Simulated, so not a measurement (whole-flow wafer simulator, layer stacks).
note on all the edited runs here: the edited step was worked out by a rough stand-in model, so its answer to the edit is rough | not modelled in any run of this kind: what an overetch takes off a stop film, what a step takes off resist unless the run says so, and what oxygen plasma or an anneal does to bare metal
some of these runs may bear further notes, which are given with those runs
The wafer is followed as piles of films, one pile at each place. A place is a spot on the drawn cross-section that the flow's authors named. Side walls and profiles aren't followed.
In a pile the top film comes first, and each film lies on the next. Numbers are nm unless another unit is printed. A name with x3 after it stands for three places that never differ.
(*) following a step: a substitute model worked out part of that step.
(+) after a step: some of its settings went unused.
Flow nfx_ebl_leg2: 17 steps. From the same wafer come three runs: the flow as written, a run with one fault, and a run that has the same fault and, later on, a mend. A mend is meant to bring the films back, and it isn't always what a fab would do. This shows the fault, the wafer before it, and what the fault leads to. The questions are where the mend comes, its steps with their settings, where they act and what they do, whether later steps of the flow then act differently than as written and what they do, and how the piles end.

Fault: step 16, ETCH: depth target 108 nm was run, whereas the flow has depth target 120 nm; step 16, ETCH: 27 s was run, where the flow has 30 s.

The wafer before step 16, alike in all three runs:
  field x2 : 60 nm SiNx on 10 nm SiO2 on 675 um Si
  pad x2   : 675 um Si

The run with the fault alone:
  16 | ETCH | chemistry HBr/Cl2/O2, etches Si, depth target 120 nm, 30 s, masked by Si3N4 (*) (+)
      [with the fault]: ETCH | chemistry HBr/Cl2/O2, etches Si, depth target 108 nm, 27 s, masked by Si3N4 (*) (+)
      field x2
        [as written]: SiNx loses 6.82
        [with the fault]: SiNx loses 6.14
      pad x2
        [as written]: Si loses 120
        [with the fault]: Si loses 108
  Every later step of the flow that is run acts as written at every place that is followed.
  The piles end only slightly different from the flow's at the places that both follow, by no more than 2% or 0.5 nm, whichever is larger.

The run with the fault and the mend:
  The mend stands after step 17.
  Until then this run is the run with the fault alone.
  17a | ETCH | chemistry HBr/Cl2/O2, etches Si, depth target 12 nm, 3 s, masked by Si3N4 (*) (+) (a further turn of the flow's step 16, with different settings)
      field x2
        SiNx loses 0.68
      pad x2
        Si loses 12
  Every later step of the flow that is run acts as written at every place that is followed.
  By the end, the piles equal the flow's at every place that both follow.
